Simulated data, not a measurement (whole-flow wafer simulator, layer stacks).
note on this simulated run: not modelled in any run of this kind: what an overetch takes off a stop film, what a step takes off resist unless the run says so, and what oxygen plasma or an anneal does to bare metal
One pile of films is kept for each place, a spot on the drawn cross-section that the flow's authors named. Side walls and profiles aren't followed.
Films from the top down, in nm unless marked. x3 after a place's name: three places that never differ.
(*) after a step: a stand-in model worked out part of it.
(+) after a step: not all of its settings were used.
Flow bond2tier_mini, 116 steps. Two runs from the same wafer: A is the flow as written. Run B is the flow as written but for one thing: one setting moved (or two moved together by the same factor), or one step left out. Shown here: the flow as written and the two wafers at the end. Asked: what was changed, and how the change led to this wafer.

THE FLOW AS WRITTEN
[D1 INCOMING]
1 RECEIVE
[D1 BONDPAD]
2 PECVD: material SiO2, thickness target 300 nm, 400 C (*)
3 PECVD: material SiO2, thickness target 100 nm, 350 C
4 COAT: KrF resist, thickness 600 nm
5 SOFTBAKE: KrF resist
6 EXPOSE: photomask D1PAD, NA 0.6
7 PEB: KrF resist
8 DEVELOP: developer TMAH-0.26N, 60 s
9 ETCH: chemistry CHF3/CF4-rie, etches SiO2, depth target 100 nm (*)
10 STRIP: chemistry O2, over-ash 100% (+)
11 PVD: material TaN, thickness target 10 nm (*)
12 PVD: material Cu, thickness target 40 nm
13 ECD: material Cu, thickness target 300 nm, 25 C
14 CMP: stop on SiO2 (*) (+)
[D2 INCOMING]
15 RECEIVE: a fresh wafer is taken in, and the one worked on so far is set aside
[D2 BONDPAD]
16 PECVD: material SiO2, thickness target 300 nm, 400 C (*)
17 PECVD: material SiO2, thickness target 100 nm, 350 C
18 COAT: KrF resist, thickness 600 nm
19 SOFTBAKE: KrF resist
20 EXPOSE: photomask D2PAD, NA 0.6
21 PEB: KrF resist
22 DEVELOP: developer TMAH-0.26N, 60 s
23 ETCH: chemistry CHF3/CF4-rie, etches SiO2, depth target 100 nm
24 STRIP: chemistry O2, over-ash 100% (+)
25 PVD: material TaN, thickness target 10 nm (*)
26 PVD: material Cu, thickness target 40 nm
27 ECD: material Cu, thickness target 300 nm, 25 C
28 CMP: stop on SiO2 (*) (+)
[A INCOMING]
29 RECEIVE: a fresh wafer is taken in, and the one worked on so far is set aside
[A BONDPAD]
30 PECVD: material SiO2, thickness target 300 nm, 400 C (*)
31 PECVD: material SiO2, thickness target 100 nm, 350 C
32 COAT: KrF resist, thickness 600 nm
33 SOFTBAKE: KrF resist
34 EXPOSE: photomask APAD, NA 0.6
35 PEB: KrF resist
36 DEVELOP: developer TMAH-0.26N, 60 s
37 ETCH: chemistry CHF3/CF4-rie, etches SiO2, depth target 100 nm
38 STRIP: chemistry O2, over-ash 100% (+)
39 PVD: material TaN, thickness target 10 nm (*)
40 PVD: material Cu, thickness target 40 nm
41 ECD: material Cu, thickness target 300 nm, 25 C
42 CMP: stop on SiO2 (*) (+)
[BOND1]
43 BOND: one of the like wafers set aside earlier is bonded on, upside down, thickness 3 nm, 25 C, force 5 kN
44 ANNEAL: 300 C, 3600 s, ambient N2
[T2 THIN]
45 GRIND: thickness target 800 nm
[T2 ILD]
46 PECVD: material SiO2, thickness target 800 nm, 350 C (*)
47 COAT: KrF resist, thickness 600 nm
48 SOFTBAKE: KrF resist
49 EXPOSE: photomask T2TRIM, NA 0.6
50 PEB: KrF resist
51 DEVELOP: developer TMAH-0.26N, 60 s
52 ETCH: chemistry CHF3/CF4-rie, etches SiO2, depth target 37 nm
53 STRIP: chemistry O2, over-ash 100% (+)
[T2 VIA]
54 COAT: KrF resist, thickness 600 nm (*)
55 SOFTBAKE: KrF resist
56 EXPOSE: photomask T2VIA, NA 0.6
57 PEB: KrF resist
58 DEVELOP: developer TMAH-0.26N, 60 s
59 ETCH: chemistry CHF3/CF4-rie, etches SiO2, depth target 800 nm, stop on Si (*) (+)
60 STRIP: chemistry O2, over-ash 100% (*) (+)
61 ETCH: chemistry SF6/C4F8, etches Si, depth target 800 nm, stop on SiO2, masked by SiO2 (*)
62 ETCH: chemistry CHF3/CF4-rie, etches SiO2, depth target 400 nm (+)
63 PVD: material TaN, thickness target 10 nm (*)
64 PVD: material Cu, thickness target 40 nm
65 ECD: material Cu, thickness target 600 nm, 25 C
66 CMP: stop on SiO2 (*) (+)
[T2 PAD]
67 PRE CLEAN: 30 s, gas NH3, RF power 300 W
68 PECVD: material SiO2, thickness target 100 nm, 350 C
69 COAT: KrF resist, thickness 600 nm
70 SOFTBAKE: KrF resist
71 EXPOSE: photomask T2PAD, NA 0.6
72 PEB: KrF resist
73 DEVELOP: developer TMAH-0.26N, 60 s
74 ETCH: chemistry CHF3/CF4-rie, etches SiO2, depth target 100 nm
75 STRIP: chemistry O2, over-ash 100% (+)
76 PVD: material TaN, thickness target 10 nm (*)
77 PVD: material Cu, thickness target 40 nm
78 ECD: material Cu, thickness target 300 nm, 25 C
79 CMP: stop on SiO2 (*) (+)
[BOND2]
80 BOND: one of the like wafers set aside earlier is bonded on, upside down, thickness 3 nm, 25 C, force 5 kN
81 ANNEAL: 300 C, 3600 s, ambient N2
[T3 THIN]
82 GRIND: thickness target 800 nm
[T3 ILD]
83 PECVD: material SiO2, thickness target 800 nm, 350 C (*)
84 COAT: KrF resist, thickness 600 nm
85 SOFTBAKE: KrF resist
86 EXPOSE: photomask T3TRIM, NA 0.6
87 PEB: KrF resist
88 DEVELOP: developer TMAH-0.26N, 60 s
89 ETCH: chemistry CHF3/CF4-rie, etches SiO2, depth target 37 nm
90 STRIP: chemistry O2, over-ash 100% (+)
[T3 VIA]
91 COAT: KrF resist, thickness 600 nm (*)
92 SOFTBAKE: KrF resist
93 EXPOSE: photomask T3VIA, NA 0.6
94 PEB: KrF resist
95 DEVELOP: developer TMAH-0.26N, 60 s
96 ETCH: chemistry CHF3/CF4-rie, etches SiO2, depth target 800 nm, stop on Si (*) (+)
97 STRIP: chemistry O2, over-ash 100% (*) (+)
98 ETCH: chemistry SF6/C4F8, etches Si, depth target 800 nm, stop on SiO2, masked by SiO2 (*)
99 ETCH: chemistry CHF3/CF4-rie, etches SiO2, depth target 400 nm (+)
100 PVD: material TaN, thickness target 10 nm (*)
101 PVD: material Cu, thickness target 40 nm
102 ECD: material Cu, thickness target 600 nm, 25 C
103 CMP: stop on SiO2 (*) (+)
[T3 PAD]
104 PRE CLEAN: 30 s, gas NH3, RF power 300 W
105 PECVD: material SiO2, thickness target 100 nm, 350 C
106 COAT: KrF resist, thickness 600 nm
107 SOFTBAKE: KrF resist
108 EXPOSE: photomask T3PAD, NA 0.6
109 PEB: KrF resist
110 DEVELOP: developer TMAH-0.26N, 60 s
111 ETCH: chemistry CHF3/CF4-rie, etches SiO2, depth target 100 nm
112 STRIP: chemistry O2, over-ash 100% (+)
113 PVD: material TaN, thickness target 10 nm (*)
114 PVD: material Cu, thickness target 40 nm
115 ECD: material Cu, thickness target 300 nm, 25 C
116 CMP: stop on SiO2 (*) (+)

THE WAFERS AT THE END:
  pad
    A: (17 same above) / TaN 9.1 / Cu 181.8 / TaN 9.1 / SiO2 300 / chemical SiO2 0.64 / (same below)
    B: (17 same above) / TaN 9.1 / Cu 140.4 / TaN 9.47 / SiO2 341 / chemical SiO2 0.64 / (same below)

The cause: step 37, ETCH: depth target 59 nm was run, where the flow has depth target 100 nm.

How the change led to this, step by step:
  37 ETCH: chemistry CHF3/CF4-rie, etches SiO2, depth target 100 nm
      pad, via: A SiO2 -100 | B SiO2 -59
      field: A KrF resist -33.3 | B KrF resist -19.7
  38 STRIP: chemistry O2, over-ash 100% (+)
      field: A KrF resist -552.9 (all of it) | B KrF resist -566.6 (all of it)
  40 PVD: material Cu, thickness target 40 nm
      pad: A Cu +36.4 (new film) | B Cu +37.9 (new film)
  41 ECD: material Cu, thickness target 300 nm, 25 C
      pad: A Cu +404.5 | B Cu +361.7
      via: A Cu +400.2 | B Cu +359
